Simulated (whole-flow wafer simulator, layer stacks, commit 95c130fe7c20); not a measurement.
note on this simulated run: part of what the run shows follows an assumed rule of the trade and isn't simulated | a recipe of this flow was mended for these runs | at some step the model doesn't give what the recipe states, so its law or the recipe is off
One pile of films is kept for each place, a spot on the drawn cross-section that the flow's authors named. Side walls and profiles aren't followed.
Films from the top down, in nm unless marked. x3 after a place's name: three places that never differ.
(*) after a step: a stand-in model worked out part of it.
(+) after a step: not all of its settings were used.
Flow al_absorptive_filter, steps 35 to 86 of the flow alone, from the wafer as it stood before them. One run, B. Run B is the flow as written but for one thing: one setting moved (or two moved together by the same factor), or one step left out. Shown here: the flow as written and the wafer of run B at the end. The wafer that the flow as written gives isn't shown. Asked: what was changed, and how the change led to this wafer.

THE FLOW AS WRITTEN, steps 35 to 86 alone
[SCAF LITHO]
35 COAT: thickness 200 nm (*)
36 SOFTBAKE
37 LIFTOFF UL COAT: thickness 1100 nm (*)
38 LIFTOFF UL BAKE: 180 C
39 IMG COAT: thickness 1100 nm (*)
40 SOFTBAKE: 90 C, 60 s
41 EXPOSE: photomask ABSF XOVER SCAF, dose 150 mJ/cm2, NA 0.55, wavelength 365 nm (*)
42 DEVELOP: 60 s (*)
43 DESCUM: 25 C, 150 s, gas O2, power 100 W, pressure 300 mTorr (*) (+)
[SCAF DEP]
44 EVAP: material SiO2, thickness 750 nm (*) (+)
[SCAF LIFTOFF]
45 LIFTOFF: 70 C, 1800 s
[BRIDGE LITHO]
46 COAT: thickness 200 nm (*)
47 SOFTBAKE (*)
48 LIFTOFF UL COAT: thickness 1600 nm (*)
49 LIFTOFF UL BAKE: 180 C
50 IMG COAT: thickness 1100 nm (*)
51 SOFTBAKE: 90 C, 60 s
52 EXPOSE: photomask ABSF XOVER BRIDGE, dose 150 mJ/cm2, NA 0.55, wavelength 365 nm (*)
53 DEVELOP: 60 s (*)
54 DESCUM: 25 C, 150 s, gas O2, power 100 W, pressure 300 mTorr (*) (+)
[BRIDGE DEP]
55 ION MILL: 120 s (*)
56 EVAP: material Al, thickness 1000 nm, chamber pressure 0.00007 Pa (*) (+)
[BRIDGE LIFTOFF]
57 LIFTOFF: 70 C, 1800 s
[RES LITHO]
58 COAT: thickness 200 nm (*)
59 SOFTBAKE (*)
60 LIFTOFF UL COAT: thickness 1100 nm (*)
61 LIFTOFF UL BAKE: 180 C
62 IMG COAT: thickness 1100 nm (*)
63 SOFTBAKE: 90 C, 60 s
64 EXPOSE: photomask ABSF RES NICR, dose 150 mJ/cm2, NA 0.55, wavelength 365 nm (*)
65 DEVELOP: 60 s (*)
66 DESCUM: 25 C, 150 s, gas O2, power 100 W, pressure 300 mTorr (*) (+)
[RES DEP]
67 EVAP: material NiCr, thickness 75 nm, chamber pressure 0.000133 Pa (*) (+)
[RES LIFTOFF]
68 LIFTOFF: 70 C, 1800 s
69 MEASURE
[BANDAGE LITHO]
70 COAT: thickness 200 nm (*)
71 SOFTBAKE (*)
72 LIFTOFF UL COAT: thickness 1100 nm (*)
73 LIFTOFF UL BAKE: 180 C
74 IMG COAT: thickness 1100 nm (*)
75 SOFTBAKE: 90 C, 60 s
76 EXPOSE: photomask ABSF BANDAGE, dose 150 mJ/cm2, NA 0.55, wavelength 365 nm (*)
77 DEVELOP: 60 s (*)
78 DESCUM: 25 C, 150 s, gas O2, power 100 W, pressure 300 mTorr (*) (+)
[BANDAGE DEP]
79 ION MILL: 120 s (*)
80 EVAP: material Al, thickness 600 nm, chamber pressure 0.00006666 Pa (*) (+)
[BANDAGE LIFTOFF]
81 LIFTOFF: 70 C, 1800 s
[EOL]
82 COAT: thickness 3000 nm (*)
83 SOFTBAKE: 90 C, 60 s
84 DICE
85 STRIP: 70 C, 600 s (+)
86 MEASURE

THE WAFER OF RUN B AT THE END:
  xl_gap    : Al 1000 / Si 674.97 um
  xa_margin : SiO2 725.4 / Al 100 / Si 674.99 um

The cause: step 43, DESCUM: 105 s was run, where the flow has 150 s.

How the change led to this, step by step:
  43 DESCUM: 25 C, 150 s, gas O2, power 100 W, pressure 300 mTorr (*) (+)
      xl_gap: acrylic-e-beam-resist -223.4 (as written it would be: acrylic-e-beam-resist -265.9 (all of it))
      gnd, pad_far, pad_near and 7 more: i-line-resist -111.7 (as written it would be: i-line-resist -159.6)
  45 LIFTOFF: 70 C, 1800 s
      xl_gap: SiO2 -750 (all of it), acrylic-e-beam-resist -42.5 (all of it) (as written it would be: nothing)
      gnd, xa_field, xl_land, idc_field: SiO2 -750 (all of it), i-line-resist -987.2 (all of it), lift-off-underlayer -1100 (all of it), acrylic-e-beam-resist -200 (all of it) (as written it would be: SiO2 -750 (all of it), i-line-resist -939.4 (all of it), lift-off-underlayer -1100 (all of it), acrylic-e-beam-resist -200 (all of it))
      (and at 6 more places)
  46 COAT: thickness 200 nm (*)
      xl_land: acrylic-e-beam-resist +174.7 (new film) (as written it would be: acrylic-e-beam-resist +218.5 (new film))
      xl_gap: acrylic-e-beam-resist +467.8 (new film) (as written it would be: acrylic-e-beam-resist +97.9 (new film))
      (and at 1 more place)
  48 LIFTOFF UL COAT: thickness 1600 nm (*)
      xl_gap: lift-off-underlayer +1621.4 (new film) (as written it would be: lift-off-underlayer +1316.9 (new film))
      xl_turn: lift-off-underlayer +1163.2 (new film) (as written it would be: lift-off-underlayer +1215.9 (new film))
  53 DEVELOP: 60 s (*)
      xl_gap: i-line-resist -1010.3 (all of it), lift-off-underlayer -1621.4 (all of it) (as written it would be: i-line-resist -1001.2 (all of it), lift-off-underlayer -1316.9 (all of it))
      xl_turn: i-line-resist -974.7 (all of it), lift-off-underlayer -1163.2 (all of it) (as written it would be: i-line-resist -967.9 (all of it), lift-off-underlayer -1215.9 (all of it))
  54 DESCUM: 25 C, 150 s, gas O2, power 100 W, pressure 300 mTorr (*) (+)
      gnd, pad_far, pad_near and 7 more: i-line-resist -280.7 (as written it would be: i-line-resist -131.1)
      xl_land: acrylic-e-beam-resist -174.7 (all of it) (as written it would be: acrylic-e-beam-resist -218.5 (all of it))
      (and at 2 more places)
  55 ION MILL: 120 s (*)
      xl_gap: Si -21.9 (as written it would be: SiO2 -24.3)
  57 LIFTOFF: 70 C, 1800 s
      gnd, xa_field, idc_field: Al -1000 (all of it), i-line-resist -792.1 (all of it), lift-off-underlayer -1600 (all of it), acrylic-e-beam-resist -200 (all of it) (as written it would be: Al -1000 (all of it), i-line-resist -941.6 (all of it), lift-off-underlayer -1600 (all of it), acrylic-e-beam-resist -200 (all of it))
      pad_far: Al -1000 (all of it), i-line-resist -791 (all of it), lift-off-underlayer -1591.1 (all of it), acrylic-e-beam-resist -198.5 (all of it) (as written it would be: Al -1000 (all of it), i-line-resist -940.5 (all of it), lift-off-underlayer -1591.1 (all of it), acrylic-e-beam-resist -198.5 (all of it))
      (and at 6 more places)
  58 COAT: thickness 200 nm (*)
      xl_gap: acrylic-e-beam-resist +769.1 (new film) (as written it would be: acrylic-e-beam-resist +123.8 (new film))
      xl_turn: acrylic-e-beam-resist +127.8 (new film) (as written it would be: acrylic-e-beam-resist +146.6 (new film))
  60 LIFTOFF UL COAT: thickness 1100 nm (*)
      xl_gap: lift-off-underlayer +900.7 (new film) (as written it would be: lift-off-underlayer +831.4 (new film))
  68 LIFTOFF: 70 C, 1800 s
      xl_gap: NiCr -75 (all of it), i-line-resist -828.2 (all of it), lift-off-underlayer -900.7 (all of it), acrylic-e-beam-resist -769.1 (all of it) (as written it would be: NiCr -75 (all of it), i-line-resist -818.3 (all of it), lift-off-underlayer -831.4 (all of it), acrylic-e-beam-resist -123.8 (all of it))
      xl_turn: NiCr -75 (all of it), i-line-resist -769.7 (all of it), lift-off-underlayer -767.3 (all of it), acrylic-e-beam-resist -127.8 (all of it) (as written it would be: NiCr -75 (all of it), i-line-resist -760.9 (all of it), lift-off-underlayer -781.4 (all of it), acrylic-e-beam-resist -146.6 (all of it))
  70 COAT: thickness 200 nm (*)
      xl_gap: acrylic-e-beam-resist +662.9 (new film) (as written it would be: acrylic-e-beam-resist +114.6 (new film))
      xl_turn: acrylic-e-beam-resist +124.2 (new film) (as written it would be: acrylic-e-beam-resist +144.3 (new film))
  72 LIFTOFF UL COAT: thickness 1100 nm (*)
      xl_gap: lift-off-underlayer +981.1 (new film) (as written it would be: lift-off-underlayer +837.4 (new film))
      xl_turn: lift-off-underlayer +748.6 (new film) (as written it would be: lift-off-underlayer +781 (new film))
  81 LIFTOFF: 70 C, 1800 s
      xl_gap: Al -600 (all of it), i-line-resist -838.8 (all of it), lift-off-underlayer -981.1 (all of it), acrylic-e-beam-resist -662.9 (all of it) (as written it would be: Al -600 (all of it), i-line-resist -824.6 (all of it), lift-off-underlayer -837.4 (all of it), acrylic-e-beam-resist -114.6 (all of it))
      xl_turn: Al -600 (all of it), i-line-resist -776.7 (all of it), lift-off-underlayer -748.6 (all of it), acrylic-e-beam-resist -124.2 (all of it) (as written it would be: Al -600 (all of it), i-line-resist -766.6 (all of it), lift-off-underlayer -781 (all of it), acrylic-e-beam-resist -144.3 (all of it))
  82 COAT: thickness 3000 nm (*)
      xl_gap: i-line-resist +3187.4 (new film) (as written it would be: i-line-resist +2468.8 (new film))
  83 SOFTBAKE: 90 C, 60 s
      xl_gap: i-line-resist -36 (as written it would be: i-line-resist -40.9)
      xl_turn: i-line-resist -43.7 (as written it would be: i-line-resist -52)
  85 STRIP: 70 C, 600 s (+)
      xl_gap: i-line-resist -3151.4 (all of it) (as written it would be: i-line-resist -2427.9 (all of it))
